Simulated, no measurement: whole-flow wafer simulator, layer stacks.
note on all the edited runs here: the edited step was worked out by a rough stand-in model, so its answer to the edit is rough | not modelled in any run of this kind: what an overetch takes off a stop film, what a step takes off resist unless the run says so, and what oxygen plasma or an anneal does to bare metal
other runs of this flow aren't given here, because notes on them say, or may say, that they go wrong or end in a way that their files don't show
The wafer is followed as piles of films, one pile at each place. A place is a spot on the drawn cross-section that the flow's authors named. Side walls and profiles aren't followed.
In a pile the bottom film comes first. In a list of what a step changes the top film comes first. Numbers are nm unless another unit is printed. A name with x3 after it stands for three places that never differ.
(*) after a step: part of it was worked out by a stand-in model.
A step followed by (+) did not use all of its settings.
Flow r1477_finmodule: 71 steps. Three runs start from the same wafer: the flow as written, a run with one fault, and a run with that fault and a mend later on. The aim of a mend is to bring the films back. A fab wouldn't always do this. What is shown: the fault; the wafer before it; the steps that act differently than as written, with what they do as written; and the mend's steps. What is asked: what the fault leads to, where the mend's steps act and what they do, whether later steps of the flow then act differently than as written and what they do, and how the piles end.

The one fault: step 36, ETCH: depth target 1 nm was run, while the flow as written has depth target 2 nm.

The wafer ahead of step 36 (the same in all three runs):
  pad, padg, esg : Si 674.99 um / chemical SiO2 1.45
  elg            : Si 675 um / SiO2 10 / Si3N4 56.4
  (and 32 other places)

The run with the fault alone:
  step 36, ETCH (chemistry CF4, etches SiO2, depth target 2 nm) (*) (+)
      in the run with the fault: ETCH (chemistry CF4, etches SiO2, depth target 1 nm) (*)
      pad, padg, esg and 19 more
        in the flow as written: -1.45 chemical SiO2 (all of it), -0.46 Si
        in the run with the fault: -1 chemical SiO2
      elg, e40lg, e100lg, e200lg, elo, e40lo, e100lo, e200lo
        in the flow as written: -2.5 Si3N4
        in the run with the fault: -1.25 Si3N4
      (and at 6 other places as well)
  Steps further on in the flow that do not act as written (8 more steps, not shown, differ only slightly: by at most 2% or 0.5 nm, whichever is larger):
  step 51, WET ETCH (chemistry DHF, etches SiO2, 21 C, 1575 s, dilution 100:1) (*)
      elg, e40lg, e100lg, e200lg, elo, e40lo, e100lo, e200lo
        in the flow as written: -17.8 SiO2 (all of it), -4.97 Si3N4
        in the run with the fault: -16.6 SiO2 (all of it), -5.07 Si3N4
  At elg, e40lg, e100lg, e200lg, elo, e40lo, e100lo, e200lo, the piles at the end differ from the flow's by more than 2% or 0.5 nm, whichever is larger.
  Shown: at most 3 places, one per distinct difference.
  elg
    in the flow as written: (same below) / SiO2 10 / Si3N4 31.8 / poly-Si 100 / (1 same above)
    in the run with the fault: (same below) / SiO2 10 / Si3N4 32.9 / poly-Si 100 / (1 same above)
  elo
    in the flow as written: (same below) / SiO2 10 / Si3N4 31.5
    in the run with the fault: (same below) / SiO2 10 / Si3N4 32.7

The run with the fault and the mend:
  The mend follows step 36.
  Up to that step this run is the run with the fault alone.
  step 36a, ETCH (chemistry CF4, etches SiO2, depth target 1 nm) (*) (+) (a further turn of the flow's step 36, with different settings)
      pad, padg, esg and 19 more
        -0.45 chemical SiO2 (all of it), -0.46 Si
      elg, e40lg, e100lg, e200lg, elo, e40lo, e100lo, e200lo
        -1.25 Si3N4
      s40sg_line, s45sg_line, s50sg_line, s40so_line, s45so_line, s50so_line
        -1 SiO2
  Every later step of the flow that is run acts as written at every place that is followed.
  At every place that both follow, the piles at the end match the flow's.
